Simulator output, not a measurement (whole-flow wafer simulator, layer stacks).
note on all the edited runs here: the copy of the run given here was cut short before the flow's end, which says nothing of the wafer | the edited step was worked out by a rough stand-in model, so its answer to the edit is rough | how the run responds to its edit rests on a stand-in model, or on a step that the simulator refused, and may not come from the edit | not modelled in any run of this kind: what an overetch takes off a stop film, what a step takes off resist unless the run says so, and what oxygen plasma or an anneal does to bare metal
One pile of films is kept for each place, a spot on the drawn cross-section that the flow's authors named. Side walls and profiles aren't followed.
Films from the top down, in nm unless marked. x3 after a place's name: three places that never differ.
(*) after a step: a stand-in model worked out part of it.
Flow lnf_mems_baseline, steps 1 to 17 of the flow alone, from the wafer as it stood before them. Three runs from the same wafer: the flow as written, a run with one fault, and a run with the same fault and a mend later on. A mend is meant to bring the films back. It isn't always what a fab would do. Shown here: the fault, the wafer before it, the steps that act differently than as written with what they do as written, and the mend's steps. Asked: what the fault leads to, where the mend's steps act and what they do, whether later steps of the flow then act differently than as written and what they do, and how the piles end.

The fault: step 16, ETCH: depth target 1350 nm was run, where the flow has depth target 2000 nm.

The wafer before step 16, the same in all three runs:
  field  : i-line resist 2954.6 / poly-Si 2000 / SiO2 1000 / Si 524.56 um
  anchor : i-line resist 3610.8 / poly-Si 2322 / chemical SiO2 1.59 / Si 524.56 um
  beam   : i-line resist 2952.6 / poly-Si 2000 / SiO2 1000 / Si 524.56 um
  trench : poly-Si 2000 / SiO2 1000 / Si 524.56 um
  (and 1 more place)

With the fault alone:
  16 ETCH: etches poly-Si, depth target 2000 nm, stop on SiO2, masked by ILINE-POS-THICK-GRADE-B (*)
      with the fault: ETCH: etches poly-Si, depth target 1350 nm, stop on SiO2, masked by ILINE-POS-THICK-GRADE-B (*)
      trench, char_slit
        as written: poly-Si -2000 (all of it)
        with the fault: poly-Si -1350
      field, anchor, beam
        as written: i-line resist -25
        with the fault: i-line resist -16.9
  Later steps of the flow that act differently than as written:
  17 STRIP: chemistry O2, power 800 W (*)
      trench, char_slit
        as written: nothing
        with the fault: chemical SiO2 +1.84 (new film), poly-Si -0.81
  At the end the piles differ from the flow's by more than 2% or 0.5 nm, whichever is larger, at trench, char_slit.
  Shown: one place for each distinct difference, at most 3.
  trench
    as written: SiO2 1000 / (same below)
    with the fault: chemical SiO2 1.84 / poly-Si 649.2 / SiO2 1000 / (same below)

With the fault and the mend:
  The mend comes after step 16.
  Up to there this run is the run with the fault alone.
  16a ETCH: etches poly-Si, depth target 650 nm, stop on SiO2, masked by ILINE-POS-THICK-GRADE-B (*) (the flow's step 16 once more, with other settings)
      field, anchor, beam
        i-line resist -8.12
      trench, char_slit
        poly-Si -650 (all of it)
  No later step of the flow acts differently than as written at any place that is followed.
  At the end the piles are the same as the flow's at every place that both follow.
